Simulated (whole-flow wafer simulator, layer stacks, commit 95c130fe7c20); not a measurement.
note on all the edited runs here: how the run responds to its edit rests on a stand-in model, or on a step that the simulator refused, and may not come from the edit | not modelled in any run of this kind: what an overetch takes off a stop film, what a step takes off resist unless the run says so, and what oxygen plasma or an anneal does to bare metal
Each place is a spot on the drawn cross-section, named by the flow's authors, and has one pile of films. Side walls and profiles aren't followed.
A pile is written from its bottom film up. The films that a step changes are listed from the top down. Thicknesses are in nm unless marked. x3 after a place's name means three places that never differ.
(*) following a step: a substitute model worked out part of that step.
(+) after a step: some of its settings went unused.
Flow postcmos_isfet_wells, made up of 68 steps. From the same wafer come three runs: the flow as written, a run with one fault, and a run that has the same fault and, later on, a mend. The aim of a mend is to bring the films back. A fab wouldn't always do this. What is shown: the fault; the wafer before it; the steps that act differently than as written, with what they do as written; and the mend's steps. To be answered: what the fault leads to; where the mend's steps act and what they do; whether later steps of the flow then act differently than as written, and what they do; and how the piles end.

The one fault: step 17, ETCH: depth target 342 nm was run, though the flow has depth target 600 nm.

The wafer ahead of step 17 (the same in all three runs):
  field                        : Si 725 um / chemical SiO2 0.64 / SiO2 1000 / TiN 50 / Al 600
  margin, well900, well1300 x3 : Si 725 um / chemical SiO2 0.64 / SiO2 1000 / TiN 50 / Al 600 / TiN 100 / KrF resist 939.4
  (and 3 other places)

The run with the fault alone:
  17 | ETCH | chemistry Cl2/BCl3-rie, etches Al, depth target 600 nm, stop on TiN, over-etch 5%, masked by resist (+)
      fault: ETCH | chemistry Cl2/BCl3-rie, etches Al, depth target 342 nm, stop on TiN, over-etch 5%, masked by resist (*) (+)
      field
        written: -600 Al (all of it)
        fault: -342 Al
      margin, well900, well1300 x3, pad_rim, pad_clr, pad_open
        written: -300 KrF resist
        fault: -171 KrF resist
  Steps further on in the flow that do not act as written:
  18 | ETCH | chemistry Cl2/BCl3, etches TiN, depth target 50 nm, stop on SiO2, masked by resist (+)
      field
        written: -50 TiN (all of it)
        fault: -50 Al
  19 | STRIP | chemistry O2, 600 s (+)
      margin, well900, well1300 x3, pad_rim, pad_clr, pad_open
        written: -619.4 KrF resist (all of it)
        fault: -748.4 KrF resist (all of it)
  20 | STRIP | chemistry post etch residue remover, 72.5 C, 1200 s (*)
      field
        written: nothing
        fault: -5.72 Al
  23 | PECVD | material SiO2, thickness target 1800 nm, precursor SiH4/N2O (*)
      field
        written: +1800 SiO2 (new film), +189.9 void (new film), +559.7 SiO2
        fault: +2297.3 SiO2 (new film)
  The piles end different from the flow's at field by more than 2% or 0.5 nm, whichever is larger.
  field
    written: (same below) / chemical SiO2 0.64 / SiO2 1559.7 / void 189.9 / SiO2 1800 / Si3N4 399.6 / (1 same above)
    fault: (same below) / chemical SiO2 0.64 / SiO2 1000 / TiN 50 / Al 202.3 / SiO2 2297.3 / Si3N4 399.6 / (1 same above)

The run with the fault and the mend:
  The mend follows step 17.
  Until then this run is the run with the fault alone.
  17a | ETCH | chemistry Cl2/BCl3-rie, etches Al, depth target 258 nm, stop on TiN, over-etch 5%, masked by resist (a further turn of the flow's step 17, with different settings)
      margin, well900, well1300 x3, pad_rim, pad_clr, pad_open
        -129 KrF resist
      field
        -258 Al (all of it)
  None of the later steps of the flow acts differently than as written at any place that is followed.
  The piles end the same as the flow's at every place that both follow.
